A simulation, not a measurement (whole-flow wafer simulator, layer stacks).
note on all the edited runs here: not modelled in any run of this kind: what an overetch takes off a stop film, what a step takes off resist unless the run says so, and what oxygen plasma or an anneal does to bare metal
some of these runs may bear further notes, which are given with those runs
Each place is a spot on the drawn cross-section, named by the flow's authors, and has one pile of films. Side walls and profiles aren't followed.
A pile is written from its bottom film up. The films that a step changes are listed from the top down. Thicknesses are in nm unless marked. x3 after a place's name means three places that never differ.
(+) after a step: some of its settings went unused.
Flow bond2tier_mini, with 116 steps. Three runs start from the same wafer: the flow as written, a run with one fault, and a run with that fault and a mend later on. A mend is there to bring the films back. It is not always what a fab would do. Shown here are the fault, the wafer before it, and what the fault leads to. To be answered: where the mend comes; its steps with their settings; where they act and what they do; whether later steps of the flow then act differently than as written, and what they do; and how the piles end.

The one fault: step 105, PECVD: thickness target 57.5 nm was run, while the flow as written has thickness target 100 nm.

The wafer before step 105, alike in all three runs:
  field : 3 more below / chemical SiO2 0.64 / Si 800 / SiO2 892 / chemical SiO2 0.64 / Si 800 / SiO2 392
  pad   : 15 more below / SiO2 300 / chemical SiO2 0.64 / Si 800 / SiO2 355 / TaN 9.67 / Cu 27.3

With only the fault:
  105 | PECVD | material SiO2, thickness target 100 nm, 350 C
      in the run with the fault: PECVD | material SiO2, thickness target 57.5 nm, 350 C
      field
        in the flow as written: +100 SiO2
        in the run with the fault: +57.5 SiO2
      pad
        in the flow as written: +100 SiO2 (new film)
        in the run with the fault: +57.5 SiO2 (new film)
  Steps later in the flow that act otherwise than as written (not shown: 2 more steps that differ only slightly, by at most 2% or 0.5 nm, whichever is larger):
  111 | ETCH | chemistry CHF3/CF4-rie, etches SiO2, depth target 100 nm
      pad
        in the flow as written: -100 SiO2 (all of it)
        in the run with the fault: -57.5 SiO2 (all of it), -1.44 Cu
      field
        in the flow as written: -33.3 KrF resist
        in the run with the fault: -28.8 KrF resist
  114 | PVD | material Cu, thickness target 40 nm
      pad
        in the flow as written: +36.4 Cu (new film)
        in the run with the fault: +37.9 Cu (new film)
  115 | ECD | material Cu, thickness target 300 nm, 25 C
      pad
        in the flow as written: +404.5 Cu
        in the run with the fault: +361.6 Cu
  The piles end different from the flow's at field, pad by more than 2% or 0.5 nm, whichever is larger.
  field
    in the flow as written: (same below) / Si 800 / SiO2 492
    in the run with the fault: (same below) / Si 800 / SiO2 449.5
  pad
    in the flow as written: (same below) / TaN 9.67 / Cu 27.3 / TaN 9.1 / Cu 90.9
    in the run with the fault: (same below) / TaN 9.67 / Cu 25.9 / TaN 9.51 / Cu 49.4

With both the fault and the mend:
  After step 110 comes the mend.
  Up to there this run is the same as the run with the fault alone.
  110a | STRIP | chemistry O2, over-ash 100% (+)
      field
        -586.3 KrF resist (all of it)
  110b | PECVD | material SiO2, thickness target 42.5 nm, 350 C (a further turn of the flow's step 105, with different settings)
      field, pad
        +42.5 SiO2
  110c | COAT | KrF resist, thickness 600 nm (a further turn of the flow's step 106)
      field, pad
        +600 KrF resist (new film)
  110d | SOFTBAKE | KrF resist (a further turn of the flow's step 107)
      does not change any film at any place that is followed
  110e | EXPOSE | photomask T3PAD, NA 0.6 (a further turn of the flow's step 108)
      does not change any film at any place that is followed
  110f | PEB | KrF resist (a further turn of the flow's step 109)
      does not change any film at any place that is followed
  110g | DEVELOP | developer TMAH-0.26N, 60 s (a further turn of the flow's step 110)
      field
        -13.7 KrF resist
      pad
        -600 KrF resist (all of it)
  Every later step of the flow that is run acts as written at every place that is followed.
  The piles end the same as the flow's at every place that both follow.
